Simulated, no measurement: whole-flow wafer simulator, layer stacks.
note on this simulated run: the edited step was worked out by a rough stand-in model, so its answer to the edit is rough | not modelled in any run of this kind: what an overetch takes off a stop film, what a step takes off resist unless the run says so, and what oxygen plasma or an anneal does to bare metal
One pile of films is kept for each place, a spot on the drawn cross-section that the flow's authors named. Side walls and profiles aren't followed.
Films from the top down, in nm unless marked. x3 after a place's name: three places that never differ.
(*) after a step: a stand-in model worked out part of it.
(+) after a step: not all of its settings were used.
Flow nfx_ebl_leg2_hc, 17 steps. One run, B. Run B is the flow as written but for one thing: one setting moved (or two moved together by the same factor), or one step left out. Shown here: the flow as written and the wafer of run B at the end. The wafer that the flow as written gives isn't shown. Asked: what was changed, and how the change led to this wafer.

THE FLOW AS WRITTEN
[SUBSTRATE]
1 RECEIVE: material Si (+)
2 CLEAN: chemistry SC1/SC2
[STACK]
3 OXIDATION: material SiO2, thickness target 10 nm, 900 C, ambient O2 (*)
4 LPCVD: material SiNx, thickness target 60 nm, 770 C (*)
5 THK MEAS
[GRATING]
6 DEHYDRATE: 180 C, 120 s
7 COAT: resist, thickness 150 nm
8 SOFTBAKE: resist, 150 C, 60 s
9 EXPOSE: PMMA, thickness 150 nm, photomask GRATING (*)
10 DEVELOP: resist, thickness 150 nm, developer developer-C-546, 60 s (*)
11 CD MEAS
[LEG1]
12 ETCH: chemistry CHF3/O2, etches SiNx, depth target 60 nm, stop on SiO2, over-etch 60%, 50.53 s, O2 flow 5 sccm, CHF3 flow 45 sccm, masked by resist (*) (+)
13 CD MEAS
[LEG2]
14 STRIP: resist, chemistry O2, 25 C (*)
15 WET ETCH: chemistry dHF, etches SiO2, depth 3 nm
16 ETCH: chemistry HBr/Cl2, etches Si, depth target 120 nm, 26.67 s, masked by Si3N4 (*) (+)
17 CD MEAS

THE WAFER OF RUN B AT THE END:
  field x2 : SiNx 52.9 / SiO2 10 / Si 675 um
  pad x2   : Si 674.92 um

The cause: step 16, ETCH: depth target 75 nm was run, where the flow has depth target 120 nm; step 16, ETCH: 16.67 s was run, where the flow has 26.67 s.

How the change led to this, step by step:
  16 ETCH: chemistry HBr/Cl2, etches Si, depth target 120 nm, 26.67 s, masked by Si3N4 (*) (+)
      field x2: SiNx -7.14 (as written it would be: SiNx -11.4)
      pad x2: Si -75 (as written it would be: Si -120)
